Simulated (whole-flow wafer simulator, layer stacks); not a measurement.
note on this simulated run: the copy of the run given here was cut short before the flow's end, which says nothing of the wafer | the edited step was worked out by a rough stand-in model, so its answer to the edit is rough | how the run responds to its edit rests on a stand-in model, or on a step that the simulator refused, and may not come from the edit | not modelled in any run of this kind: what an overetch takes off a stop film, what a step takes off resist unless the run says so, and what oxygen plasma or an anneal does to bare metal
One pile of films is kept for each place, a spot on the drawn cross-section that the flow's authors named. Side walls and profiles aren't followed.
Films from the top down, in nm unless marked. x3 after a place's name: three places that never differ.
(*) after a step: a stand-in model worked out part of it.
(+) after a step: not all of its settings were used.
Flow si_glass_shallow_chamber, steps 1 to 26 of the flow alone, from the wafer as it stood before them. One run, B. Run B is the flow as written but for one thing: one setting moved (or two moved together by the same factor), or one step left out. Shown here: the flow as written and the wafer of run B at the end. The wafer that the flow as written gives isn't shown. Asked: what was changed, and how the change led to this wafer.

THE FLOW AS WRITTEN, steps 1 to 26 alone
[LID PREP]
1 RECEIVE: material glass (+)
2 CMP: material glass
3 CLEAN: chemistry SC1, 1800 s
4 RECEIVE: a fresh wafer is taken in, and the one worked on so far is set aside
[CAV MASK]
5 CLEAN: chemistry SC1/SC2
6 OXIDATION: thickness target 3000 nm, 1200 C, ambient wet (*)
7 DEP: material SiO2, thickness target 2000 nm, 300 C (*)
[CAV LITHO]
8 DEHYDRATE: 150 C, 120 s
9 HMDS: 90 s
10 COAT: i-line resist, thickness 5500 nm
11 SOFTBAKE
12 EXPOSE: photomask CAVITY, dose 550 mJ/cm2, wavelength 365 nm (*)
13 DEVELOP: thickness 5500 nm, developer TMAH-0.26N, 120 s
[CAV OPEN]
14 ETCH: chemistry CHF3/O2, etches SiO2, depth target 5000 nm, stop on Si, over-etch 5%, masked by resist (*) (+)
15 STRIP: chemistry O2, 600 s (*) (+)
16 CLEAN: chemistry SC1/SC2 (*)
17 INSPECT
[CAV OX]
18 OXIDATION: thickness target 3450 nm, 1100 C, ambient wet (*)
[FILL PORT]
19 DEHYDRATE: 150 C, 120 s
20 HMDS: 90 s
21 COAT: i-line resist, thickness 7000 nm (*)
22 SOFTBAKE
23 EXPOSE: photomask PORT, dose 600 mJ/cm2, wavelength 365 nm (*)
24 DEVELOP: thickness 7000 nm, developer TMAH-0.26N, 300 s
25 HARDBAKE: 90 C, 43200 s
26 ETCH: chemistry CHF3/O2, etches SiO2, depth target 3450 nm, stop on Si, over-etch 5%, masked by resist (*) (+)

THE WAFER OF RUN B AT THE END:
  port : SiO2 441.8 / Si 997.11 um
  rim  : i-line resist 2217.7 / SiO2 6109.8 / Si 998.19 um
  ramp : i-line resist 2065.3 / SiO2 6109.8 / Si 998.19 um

The cause: step 26, ETCH: depth target 2865 nm was run, where the flow has depth target 3450 nm.

How the change led to this, step by step:
  26 ETCH: chemistry CHF3/O2, etches SiO2, depth target 3450 nm, stop on Si, over-etch 5%, masked by resist (*) (+)
      port: SiO2 -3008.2 (as written it would be: SiO2 -3450 (all of it), Si -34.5)
      rim, ramp, cav, ring: i-line resist -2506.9 (as written it would be: i-line resist -3018.8)
      (and at 1 more place)
